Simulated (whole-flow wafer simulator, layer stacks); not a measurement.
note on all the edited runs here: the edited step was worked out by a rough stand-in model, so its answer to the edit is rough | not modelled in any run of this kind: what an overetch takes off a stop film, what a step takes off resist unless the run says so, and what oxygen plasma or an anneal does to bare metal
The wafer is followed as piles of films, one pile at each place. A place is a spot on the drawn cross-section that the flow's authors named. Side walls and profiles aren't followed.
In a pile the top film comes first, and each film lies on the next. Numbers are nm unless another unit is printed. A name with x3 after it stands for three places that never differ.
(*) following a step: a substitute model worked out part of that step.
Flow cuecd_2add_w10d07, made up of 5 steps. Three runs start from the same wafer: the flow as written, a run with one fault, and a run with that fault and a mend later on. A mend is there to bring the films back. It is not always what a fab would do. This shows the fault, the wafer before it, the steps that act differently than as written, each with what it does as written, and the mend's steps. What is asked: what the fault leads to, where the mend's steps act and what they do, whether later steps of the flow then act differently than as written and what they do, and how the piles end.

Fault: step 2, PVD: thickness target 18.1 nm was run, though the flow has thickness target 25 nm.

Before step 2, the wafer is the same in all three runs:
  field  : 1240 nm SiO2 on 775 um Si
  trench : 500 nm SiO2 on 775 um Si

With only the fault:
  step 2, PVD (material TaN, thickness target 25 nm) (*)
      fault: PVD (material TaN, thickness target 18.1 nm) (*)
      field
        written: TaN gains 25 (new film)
        fault: TaN gains 18.1 (new film)
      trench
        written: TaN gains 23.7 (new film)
        fault: TaN gains 17.1 (new film)
  Every later step of the flow that is run acts as written at every place that is followed.
  By the end, the piles at field, trench depart from the flow's by more than 2% or 0.5 nm, whichever is larger.
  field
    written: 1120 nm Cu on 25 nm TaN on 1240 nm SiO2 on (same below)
    fault: 1120 nm Cu on 18.1 nm TaN on 1240 nm SiO2 on (same below)
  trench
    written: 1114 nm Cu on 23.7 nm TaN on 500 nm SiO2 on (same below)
    fault: 1114 nm Cu on 17.1 nm TaN on 500 nm SiO2 on (same below)

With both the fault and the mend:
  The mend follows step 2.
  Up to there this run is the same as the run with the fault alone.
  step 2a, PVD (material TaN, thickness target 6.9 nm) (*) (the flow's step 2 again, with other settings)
      field
        TaN gains 6.9
      trench
        TaN gains 6.53
  Every later step of the flow that is run acts as written at every place that is followed.
  By the end, the piles equal the flow's at every place that both follow.
